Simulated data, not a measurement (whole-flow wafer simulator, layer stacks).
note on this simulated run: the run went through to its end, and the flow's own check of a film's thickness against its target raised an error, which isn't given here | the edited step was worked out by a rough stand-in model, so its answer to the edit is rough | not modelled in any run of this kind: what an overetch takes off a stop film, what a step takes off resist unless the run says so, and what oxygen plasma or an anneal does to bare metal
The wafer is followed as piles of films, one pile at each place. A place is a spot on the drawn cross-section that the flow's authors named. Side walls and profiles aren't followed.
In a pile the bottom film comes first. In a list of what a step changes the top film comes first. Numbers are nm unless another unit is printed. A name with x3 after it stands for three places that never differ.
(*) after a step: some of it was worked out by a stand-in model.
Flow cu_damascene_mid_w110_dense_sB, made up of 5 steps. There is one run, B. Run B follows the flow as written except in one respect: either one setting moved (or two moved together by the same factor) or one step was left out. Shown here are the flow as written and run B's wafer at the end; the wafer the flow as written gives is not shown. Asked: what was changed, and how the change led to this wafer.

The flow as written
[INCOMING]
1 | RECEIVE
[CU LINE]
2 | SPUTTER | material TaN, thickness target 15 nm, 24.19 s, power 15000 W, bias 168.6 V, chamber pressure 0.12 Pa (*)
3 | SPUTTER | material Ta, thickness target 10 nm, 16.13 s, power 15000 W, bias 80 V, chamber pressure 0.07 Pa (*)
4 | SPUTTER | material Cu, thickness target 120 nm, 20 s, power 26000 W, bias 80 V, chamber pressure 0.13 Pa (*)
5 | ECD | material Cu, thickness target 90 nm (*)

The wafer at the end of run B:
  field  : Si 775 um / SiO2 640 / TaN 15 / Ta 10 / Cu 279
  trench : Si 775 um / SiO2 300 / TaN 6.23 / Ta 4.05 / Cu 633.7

Cause: step 4, SPUTTER: thickness target 189 nm was run, whereas the flow has thickness target 120 nm; step 4, SPUTTER: 31.5 s was run, where the flow has 20 s.

How this came from the change, step by step:
  4 | SPUTTER | material Cu, thickness target 120 nm, 20 s, power 26000 W, bias 80 V, chamber pressure 0.13 Pa (*)
      field: Cu gains 189 (new film) (it would be, as written: Cu gains 120 (new film))
      trench: Cu gains 78.6 (new film) (it would be, as written: Cu gains 49.9 (new film))
  5 | ECD | material Cu, thickness target 90 nm (*)
      trench: Cu gains 555.1 (it would be, as written: Cu gains 514.8)
